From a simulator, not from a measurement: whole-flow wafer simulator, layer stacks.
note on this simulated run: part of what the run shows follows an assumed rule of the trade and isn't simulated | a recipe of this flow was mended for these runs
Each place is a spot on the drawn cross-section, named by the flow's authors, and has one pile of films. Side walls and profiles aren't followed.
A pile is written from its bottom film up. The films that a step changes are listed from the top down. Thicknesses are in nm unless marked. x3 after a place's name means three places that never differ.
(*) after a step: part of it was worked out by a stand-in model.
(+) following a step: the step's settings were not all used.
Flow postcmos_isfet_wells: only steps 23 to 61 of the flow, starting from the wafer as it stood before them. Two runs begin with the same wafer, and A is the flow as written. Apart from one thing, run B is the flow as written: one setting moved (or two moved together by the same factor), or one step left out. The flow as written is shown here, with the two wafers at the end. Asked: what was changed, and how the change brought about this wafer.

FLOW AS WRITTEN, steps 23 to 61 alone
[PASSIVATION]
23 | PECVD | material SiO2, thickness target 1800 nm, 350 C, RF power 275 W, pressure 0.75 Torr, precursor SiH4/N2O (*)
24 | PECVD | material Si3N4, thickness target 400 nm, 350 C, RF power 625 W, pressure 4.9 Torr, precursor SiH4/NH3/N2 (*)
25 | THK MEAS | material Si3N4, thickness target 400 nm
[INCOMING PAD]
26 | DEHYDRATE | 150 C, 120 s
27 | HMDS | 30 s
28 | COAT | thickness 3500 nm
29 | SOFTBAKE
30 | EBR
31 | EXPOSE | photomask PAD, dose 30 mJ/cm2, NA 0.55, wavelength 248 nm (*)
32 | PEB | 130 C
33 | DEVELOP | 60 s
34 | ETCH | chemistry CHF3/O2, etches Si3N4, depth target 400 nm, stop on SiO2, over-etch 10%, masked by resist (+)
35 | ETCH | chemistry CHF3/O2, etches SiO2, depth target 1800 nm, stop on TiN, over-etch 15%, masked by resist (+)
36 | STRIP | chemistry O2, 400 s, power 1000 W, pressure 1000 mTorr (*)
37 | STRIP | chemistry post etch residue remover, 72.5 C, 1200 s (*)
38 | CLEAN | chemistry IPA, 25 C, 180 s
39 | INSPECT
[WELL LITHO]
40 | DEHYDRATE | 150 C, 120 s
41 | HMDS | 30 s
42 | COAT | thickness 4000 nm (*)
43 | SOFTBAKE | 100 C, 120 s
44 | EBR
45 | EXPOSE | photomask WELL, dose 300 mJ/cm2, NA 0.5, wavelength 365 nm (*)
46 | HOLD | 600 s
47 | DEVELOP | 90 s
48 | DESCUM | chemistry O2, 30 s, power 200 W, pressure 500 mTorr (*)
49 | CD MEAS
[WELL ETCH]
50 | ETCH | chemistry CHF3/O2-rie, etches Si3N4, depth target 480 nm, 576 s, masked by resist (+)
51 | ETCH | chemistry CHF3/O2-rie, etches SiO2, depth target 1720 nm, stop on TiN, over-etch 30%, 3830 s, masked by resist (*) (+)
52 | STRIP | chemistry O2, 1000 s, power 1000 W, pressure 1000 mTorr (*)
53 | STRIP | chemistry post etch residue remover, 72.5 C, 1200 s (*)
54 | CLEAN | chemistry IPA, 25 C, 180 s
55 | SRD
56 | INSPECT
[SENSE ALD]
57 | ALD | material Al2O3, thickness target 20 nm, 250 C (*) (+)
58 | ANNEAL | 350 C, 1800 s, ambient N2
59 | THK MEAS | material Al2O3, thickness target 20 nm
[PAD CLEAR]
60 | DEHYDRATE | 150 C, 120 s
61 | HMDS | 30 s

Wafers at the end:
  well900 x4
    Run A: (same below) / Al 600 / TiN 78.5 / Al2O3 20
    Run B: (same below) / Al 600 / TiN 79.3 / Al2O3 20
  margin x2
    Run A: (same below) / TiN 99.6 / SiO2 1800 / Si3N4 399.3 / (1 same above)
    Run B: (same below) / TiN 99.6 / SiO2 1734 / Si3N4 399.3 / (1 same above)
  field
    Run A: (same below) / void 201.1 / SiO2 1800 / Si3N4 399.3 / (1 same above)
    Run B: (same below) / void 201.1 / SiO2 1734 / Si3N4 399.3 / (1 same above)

Cause: step 23, PECVD: thickness target 1734 nm was run, though the flow has thickness target 1800 nm.
The wafer itself shows it: margin x2 has SiO2 1734, and step 23 as written asks for 1800 nm.

How this came from the change, step by step:
  23 | PECVD | material SiO2, thickness target 1800 nm, 350 C, RF power 275 W, pressure 0.75 Torr, precursor SiH4/N2O (*)
      margin x2, well900 x4, pad_clr, pad_open: A +1800 SiO2 (new film) | B +1734 SiO2 (new film)
      field: A +1800 SiO2 (new film), +201.1 void (new film), +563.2 SiO2 | B +1734 SiO2 (new film), +201.1 void (new film), +563.2 SiO2
  35 | ETCH | chemistry CHF3/O2, etches SiO2, depth target 1800 nm, stop on TiN, over-etch 15%, masked by resist (+)
      field, margin x2, well900 x4, pad_clr: A -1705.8 thick-KrF-resist | B -1642.6 thick-KrF-resist
      pad_open: A -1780 SiO2 (all of it), -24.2 TiN | B -1714 SiO2 (all of it), -29.7 TiN
  36 | STRIP | chemistry O2, 400 s, power 1000 W, pressure 1000 mTorr (*)
      field, margin x2, well900 x4, pad_clr: A -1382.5 thick-KrF-resist (all of it) | B -1445.8 thick-KrF-resist (all of it)
  43 | SOFTBAKE | 100 C, 120 s
      pad_clr: A -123 thick-g/i-line-resist | B -118.3 thick-g/i-line-resist
      pad_open: A +73 thick-g/i-line-resist | B +71.4 thick-g/i-line-resist
  51 | ETCH | chemistry CHF3/O2-rie, etches SiO2, depth target 1720 nm, stop on TiN, over-etch 30%, 3830 s, masked by resist (*) (+)
      well900 x4: A -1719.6 SiO2 (all of it), -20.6 TiN | B -1653.6 SiO2 (all of it), -19.8 TiN
